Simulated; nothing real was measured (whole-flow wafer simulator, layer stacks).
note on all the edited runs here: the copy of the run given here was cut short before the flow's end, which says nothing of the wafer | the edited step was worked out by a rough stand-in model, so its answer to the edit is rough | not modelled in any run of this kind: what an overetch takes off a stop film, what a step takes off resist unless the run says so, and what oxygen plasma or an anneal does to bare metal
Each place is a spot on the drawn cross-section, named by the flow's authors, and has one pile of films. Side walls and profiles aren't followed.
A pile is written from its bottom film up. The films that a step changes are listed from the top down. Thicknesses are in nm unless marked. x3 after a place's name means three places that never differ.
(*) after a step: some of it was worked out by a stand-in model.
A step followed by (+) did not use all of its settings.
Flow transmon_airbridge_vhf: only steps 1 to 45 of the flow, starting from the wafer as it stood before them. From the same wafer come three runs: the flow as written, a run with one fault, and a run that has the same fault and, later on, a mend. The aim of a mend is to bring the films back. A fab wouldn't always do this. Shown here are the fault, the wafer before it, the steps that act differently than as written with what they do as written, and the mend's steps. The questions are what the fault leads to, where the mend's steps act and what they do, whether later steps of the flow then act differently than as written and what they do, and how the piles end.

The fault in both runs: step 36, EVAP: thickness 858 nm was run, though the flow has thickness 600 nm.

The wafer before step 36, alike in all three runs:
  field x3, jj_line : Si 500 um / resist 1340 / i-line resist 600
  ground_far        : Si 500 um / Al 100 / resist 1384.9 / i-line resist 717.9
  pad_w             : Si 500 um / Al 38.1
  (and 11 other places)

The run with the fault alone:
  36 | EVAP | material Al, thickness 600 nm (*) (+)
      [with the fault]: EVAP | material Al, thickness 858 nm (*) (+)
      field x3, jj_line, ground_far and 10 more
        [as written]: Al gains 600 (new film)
        [with the fault]: Al gains 858 (new film)
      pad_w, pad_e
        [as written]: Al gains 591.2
        [with the fault]: Al gains 845.5
  Steps further on in the flow that do not act as written:
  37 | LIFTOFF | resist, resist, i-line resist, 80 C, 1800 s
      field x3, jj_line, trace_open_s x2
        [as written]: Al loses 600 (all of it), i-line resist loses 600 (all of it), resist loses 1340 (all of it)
        [with the fault]: Al loses 858 (all of it), i-line resist loses 600 (all of it), resist loses 1340 (all of it)
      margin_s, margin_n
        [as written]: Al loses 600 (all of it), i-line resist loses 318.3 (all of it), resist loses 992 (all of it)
        [with the fault]: Al loses 858 (all of it), i-line resist loses 318.3 (all of it), resist loses 992 (all of it)
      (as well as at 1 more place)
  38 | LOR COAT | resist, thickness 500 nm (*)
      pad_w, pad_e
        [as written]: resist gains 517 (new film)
        [with the fault]: resist gains 498.5 (new film)
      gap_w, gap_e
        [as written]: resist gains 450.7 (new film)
        [with the fault]: resist gains 440.4 (new film)
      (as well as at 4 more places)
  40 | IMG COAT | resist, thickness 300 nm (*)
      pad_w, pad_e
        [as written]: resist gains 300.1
        [with the fault]: resist gains 289.9
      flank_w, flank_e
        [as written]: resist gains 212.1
        [with the fault]: resist gains 203.6
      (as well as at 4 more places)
  At pad_w, flank_w, gap_w and 7 more, the piles at the end differ from the flow's by more than 2% or 0.5 nm, whichever is larger.
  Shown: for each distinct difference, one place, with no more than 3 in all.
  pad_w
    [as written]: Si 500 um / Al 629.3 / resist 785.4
    [with the fault]: Si 500 um / Al 883.5 / resist 756.6
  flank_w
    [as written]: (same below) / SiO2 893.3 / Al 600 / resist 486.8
    [with the fault]: (same below) / SiO2 893.3 / Al 858 / resist 472.5
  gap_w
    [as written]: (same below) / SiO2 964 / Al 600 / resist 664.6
    [with the fault]: (same below) / SiO2 964 / Al 858 / resist 645.7

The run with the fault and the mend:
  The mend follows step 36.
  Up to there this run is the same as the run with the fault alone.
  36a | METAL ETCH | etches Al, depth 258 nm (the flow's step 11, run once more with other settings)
      field x3, jj_line, ground_far and 12 more
        Al loses 258
  None of the later steps of the flow differs from how it acts as written, at any place that is followed, by more than 2% or 0.5 nm, whichever is larger.
  When the end is reached, the piles differ only a little from the flow's at the places that both follow, at most by 2% or 0.5 nm, whichever is larger.
